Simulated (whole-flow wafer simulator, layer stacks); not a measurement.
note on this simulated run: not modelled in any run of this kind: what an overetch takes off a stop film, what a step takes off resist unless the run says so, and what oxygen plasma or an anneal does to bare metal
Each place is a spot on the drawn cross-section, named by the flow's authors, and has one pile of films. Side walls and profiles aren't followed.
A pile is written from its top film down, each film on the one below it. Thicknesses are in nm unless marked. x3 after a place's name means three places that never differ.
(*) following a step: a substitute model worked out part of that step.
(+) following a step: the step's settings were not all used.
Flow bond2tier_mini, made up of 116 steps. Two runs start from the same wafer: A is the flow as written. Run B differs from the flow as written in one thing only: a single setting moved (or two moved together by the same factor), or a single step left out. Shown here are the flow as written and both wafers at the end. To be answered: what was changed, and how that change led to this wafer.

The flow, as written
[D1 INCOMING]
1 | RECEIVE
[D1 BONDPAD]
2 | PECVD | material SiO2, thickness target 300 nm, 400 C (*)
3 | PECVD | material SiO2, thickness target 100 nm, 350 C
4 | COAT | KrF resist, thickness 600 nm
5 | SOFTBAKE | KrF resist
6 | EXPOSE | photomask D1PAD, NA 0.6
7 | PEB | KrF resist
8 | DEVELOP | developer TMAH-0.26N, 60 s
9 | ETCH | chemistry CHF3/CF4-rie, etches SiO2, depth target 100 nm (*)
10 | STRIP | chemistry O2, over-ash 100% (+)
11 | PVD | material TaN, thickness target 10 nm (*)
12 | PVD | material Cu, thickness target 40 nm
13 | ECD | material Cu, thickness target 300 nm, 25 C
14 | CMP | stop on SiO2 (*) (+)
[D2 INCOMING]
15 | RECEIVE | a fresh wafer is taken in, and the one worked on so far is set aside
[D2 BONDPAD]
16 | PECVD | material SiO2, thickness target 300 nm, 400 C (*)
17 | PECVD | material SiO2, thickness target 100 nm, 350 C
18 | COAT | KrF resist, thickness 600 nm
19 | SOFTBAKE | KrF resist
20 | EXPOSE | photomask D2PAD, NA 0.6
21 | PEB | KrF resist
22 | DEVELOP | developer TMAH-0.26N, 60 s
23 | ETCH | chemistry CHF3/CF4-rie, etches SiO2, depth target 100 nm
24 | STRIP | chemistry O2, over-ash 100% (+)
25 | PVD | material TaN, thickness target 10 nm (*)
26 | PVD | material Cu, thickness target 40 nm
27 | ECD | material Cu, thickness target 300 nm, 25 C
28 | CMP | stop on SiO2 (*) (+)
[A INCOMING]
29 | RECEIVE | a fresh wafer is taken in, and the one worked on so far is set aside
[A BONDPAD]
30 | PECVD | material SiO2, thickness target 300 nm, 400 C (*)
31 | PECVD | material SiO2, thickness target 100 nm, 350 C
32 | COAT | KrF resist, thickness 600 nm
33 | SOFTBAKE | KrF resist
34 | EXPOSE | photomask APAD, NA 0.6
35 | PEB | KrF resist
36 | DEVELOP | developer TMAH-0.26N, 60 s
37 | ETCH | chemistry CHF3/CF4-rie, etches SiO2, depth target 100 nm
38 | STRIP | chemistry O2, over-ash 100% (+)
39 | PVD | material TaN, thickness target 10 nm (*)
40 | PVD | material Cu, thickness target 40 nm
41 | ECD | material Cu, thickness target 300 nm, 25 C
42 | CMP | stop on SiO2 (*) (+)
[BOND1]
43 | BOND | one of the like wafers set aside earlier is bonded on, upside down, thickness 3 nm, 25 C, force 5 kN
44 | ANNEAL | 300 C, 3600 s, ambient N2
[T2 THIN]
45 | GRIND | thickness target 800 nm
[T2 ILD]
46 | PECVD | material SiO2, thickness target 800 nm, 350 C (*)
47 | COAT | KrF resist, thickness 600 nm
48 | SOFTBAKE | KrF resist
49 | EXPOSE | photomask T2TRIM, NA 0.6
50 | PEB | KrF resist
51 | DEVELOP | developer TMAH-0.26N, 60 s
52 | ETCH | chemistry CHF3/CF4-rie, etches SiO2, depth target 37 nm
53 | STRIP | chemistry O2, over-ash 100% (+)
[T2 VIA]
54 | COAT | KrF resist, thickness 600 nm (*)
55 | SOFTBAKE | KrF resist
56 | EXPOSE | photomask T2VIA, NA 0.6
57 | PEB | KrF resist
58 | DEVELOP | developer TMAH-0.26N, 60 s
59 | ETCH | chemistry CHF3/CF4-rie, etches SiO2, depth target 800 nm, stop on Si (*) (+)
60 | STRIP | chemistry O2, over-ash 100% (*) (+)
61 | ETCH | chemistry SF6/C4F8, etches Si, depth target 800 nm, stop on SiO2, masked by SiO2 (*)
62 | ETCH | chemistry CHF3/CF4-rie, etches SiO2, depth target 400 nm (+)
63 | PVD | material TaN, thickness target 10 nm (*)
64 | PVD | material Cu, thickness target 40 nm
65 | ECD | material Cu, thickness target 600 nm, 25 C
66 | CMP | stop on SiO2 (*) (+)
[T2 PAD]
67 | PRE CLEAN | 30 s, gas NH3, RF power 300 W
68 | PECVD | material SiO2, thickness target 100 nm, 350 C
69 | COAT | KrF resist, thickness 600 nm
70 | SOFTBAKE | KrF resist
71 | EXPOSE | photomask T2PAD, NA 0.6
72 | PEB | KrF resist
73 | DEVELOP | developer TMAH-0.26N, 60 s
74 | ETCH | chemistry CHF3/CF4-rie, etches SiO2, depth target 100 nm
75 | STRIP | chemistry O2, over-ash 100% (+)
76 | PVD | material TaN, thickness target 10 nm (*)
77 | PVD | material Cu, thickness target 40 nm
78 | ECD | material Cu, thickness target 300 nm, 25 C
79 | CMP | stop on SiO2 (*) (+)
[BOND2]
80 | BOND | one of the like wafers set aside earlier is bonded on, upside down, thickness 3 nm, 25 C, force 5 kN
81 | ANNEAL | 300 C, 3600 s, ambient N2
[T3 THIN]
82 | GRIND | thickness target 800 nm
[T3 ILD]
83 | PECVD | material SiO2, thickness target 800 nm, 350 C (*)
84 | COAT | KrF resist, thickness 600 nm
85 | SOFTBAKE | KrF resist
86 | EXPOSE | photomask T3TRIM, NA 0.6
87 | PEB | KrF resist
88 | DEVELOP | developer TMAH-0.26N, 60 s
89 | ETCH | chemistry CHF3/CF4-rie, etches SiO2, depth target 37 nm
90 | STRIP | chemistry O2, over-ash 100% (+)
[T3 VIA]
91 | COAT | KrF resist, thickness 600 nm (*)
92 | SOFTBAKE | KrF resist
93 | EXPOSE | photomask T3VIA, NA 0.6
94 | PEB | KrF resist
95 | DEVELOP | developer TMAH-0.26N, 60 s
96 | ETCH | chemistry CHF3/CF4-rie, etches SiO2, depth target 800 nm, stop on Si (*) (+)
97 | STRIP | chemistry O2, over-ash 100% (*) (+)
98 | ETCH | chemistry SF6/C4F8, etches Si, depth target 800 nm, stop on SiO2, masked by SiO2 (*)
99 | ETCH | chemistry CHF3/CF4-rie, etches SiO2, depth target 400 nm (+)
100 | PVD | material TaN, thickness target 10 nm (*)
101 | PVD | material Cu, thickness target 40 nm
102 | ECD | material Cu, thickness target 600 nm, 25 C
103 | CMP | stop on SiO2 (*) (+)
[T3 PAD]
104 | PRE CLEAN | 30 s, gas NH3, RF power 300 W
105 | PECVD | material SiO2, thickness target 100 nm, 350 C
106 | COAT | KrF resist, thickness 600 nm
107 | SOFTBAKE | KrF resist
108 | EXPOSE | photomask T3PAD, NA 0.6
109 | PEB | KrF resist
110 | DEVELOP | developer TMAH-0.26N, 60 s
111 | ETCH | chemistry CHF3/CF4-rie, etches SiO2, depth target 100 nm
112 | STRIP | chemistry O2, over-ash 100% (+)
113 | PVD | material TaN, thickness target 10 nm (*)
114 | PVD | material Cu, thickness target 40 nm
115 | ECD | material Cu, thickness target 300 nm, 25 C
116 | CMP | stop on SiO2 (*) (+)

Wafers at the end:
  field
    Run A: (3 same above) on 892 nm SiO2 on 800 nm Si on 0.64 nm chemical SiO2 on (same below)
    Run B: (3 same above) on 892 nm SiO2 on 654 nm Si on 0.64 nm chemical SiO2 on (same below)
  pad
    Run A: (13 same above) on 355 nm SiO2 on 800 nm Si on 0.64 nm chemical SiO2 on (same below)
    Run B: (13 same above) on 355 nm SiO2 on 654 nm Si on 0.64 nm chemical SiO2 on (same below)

Cause: step 45, GRIND: thickness target 654 nm was run, whereas the flow has thickness target 800 nm.
The wafer lets one read it off: field has Si 654, and step 45 as written asks for 800 nm.

How this came from the change, step by step:
  45 | GRIND | thickness target 800 nm
      field, pad, via: A -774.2 um Si | B -774.35 um Si
